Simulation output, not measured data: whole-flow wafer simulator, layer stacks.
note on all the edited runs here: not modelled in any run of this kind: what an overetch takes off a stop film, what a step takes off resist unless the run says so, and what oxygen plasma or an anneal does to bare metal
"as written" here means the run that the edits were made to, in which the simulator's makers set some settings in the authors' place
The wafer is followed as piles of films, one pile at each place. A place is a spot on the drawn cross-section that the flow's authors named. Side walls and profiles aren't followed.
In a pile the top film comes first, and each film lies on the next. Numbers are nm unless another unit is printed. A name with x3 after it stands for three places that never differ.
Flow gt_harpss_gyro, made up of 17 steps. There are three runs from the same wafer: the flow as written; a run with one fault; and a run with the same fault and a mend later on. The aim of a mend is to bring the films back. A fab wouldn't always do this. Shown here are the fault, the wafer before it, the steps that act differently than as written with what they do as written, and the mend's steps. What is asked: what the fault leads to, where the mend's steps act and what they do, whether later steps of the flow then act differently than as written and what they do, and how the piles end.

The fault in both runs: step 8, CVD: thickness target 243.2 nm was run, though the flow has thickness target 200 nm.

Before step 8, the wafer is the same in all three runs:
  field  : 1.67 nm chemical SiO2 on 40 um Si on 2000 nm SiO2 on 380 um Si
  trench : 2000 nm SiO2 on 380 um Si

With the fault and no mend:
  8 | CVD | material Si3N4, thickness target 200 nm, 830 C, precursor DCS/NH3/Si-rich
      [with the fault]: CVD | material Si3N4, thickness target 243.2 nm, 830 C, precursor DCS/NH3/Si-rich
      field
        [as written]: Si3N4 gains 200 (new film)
        [with the fault]: Si3N4 gains 243.2 (new film)
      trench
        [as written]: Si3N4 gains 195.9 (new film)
        [with the fault]: Si3N4 gains 238 (new film)
  None of the later steps of the flow acts differently than as written at any place that is followed.
  The piles end different from the flow's at field, trench by more than 2% or 0.5 nm, whichever is larger.
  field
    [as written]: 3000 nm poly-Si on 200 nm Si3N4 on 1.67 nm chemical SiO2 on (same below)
    [with the fault]: 3000 nm poly-Si on 243.2 nm Si3N4 on 1.67 nm chemical SiO2 on (same below)
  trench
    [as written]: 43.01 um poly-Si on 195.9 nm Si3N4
    [with the fault]: 43.01 um poly-Si on 238 nm Si3N4

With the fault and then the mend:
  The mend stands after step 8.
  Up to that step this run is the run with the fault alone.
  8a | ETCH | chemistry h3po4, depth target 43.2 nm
      field, trench
        Si3N4 loses 43.2
  None of the later steps of the flow acts differently than as written at any place that is followed.
  At the end the piles are close to the flow's at the places that both follow, differing by at most 2% or 0.5 nm, whichever is larger.
